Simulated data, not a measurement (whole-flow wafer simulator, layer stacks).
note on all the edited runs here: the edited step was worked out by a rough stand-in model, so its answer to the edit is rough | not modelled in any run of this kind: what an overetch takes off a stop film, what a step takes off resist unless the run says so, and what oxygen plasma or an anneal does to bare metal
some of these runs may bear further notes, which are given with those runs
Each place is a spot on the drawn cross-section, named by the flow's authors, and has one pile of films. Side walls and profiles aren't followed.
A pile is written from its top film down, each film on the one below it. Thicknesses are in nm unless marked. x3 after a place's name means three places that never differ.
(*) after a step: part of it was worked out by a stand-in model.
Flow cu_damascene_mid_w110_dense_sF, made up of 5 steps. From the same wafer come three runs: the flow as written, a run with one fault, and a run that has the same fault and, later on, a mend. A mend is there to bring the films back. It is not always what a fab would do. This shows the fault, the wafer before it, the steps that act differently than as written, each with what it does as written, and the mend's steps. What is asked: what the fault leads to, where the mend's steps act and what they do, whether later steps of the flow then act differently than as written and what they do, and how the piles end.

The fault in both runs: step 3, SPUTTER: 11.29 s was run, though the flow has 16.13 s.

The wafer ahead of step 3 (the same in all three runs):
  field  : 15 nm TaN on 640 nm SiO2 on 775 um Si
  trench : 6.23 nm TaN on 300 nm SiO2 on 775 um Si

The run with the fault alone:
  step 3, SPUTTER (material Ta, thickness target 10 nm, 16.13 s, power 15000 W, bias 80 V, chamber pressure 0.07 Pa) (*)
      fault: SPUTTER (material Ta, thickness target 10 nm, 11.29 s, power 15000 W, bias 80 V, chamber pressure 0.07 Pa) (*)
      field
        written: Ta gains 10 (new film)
        fault: Ta gains 7 (new film)
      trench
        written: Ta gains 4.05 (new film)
        fault: Ta gains 2.83 (new film)
  None of the later steps of the flow differs from how it acts as written, at any place that is followed, by more than 2% or 0.5 nm, whichever is larger.
  At field, trench, the piles at the end differ from the flow's by more than 2% or 0.5 nm, whichever is larger.
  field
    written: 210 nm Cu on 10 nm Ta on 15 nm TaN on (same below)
    fault: 210 nm Cu on 7 nm Ta on 15 nm TaN on (same below)
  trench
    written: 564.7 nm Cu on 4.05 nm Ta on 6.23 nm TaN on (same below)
    fault: 562.9 nm Cu on 2.83 nm Ta on 6.23 nm TaN on (same below)

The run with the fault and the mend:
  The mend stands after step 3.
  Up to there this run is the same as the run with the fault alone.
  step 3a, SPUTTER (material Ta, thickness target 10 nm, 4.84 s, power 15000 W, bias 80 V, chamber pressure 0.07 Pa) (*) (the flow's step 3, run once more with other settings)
      field
        Ta gains 3
      trench
        Ta gains 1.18
  None of the later steps of the flow differs from how it acts as written, at any place that is followed, by more than 2% or 0.5 nm, whichever is larger.
  At the end the piles are close to the flow's at the places that both follow, differing by at most 2% or 0.5 nm, whichever is larger.
